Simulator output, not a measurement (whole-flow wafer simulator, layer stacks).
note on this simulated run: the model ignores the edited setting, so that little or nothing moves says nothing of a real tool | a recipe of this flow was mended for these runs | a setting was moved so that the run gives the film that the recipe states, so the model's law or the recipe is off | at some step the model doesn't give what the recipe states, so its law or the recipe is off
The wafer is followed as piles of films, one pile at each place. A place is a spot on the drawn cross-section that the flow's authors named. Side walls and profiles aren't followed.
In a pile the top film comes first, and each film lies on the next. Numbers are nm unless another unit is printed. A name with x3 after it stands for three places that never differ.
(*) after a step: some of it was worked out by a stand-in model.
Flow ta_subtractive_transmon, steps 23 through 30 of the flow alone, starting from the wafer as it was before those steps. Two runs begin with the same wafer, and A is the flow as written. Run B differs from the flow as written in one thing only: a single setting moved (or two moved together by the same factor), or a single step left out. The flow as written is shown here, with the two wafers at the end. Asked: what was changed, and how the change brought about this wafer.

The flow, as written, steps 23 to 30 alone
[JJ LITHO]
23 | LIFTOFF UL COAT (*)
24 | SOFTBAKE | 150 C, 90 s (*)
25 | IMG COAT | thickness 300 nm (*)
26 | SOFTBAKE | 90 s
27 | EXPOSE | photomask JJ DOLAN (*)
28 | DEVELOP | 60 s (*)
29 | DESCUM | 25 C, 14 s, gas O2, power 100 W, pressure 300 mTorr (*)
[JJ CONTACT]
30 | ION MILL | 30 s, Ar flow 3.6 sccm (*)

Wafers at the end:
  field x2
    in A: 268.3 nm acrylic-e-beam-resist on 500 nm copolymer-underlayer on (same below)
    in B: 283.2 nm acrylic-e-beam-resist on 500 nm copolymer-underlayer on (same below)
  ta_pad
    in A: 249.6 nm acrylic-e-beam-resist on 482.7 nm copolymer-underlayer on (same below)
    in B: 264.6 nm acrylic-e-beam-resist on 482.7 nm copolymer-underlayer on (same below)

What caused this: step 29, DESCUM: 25 C, 14 s, gas O2, power 100 W, pressure 300 mTorr (*), was not run.

How this came from the change, step by step:
  (no step that both runs have acts differently)
